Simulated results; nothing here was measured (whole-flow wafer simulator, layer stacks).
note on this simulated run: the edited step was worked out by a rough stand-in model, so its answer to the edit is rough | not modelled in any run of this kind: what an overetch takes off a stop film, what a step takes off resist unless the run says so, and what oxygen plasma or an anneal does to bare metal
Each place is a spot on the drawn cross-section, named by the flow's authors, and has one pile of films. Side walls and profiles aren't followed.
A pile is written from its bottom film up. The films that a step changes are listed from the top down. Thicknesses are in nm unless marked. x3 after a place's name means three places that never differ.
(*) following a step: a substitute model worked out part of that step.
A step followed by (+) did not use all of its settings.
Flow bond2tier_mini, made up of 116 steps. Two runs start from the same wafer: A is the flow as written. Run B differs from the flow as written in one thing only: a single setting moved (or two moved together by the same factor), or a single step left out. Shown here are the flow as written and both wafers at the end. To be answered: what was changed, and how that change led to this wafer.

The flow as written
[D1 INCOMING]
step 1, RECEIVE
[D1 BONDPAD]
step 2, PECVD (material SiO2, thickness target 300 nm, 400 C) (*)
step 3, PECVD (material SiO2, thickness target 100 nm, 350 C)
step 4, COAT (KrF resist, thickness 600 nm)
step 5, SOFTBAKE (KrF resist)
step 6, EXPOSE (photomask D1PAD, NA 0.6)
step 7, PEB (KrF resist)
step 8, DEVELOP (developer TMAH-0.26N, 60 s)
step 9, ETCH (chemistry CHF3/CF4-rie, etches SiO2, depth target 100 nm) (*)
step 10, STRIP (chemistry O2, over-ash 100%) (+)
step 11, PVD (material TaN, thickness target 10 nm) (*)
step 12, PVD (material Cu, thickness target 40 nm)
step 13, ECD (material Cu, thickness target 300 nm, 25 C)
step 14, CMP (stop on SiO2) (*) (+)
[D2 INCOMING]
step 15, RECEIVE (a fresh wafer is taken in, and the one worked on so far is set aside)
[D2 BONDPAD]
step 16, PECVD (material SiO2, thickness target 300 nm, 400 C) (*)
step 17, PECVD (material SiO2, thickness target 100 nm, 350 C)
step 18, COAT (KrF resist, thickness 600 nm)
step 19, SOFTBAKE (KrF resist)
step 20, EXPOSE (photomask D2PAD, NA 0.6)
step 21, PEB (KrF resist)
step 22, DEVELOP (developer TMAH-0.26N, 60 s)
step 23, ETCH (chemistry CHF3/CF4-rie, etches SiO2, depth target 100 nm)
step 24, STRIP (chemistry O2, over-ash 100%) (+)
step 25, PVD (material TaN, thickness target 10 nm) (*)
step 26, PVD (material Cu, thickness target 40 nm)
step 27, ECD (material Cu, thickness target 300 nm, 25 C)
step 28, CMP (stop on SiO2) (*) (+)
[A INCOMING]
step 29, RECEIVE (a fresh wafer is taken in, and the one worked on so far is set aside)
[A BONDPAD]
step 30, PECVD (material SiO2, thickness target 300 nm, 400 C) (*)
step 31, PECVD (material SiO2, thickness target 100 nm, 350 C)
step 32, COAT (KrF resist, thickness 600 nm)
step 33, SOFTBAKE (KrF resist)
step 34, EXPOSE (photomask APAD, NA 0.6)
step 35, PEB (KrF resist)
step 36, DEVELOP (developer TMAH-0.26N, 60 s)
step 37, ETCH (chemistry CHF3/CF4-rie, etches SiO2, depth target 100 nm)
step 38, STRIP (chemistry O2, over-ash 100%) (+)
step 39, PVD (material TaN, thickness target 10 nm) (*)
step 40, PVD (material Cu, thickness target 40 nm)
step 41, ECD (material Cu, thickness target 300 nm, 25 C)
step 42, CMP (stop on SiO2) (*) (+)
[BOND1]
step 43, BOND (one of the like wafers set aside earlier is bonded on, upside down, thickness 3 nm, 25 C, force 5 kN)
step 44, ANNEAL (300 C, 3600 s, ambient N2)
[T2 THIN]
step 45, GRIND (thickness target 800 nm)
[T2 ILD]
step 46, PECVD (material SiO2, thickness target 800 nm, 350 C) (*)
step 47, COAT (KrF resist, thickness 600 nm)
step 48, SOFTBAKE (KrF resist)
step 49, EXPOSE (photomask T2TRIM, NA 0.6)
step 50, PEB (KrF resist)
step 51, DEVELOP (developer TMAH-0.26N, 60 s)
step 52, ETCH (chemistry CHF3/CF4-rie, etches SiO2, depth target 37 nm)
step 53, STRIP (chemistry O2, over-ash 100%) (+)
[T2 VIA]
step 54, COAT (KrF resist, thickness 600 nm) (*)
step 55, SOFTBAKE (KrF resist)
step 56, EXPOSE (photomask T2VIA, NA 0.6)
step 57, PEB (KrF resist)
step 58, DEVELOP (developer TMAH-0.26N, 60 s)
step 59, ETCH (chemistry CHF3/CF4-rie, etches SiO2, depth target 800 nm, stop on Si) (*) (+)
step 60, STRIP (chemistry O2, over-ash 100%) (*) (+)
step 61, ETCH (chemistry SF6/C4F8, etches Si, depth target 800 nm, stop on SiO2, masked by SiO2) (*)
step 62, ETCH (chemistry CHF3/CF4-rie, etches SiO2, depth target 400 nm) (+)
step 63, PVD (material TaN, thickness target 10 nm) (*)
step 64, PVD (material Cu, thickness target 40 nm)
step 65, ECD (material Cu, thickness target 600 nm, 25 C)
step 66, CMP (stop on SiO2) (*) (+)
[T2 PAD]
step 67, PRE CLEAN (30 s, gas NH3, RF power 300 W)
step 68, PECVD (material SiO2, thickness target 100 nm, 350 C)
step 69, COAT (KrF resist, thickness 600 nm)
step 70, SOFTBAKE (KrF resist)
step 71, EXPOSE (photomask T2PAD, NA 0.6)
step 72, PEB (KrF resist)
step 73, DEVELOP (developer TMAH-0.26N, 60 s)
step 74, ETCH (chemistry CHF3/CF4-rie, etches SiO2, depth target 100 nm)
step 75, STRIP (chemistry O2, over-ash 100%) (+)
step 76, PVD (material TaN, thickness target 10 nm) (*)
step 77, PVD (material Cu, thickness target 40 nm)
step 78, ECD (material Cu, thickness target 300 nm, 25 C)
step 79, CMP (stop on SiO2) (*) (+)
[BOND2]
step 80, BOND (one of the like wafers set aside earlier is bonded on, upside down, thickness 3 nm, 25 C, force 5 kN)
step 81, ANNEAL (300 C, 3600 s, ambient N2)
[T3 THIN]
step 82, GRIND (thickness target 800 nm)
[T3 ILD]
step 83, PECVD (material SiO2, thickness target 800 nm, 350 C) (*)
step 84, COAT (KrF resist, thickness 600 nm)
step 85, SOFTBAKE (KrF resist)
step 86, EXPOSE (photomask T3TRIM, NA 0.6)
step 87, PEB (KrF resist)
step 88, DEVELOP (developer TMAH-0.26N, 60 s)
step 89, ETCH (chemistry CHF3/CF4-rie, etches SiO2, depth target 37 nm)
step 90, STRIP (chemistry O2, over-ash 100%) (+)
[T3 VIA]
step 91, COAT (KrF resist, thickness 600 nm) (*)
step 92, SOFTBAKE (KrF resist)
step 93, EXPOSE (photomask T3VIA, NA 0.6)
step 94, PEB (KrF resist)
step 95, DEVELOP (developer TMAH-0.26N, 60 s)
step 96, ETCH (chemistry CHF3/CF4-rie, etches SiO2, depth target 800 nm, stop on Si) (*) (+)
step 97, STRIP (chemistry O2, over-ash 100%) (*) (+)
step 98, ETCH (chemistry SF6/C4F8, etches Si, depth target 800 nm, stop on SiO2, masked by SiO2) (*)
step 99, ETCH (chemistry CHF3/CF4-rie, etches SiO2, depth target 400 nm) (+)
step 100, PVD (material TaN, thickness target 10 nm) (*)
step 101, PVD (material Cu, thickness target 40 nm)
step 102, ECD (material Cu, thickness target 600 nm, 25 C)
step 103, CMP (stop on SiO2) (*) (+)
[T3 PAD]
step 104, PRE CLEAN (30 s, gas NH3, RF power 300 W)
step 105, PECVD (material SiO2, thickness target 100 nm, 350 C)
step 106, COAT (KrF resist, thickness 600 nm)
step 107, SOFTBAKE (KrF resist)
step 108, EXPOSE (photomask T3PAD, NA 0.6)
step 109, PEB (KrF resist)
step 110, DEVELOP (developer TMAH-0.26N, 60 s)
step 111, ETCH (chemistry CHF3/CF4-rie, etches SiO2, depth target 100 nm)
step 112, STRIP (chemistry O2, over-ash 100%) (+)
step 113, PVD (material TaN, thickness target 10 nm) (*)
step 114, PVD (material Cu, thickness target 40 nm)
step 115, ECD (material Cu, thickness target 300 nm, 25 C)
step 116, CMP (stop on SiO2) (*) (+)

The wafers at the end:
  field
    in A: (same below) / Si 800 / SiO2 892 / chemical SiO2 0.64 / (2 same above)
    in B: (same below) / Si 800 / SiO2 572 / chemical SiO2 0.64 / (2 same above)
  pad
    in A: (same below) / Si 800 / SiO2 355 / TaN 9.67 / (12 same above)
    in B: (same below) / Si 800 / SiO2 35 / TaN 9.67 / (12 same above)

The reason: step 46, PECVD: thickness target 480 nm was run, whereas the flow has thickness target 800 nm.

The path from the change to this, step by step:
  step 46, PECVD (material SiO2, thickness target 800 nm, 350 C) (*)
      field, pad, via: A SiO2 gains 800 (new film) | B SiO2 gains 480 (new film)
  step 59, ETCH (chemistry CHF3/CF4-rie, etches SiO2, depth target 800 nm, stop on Si) (*) (+)
      field, pad: A KrF resist loses 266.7 | B KrF resist loses 221.5
      via: A SiO2 loses 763 (all of it) | B SiO2 loses 443 (all of it)
  step 60, STRIP (chemistry O2, over-ash 100%) (*) (+)
      field: A KrF resist loses 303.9 (all of it) | B KrF resist loses 349.1 (all of it)
      pad: A KrF resist loses 336 (all of it) | B KrF resist loses 381.1 (all of it)
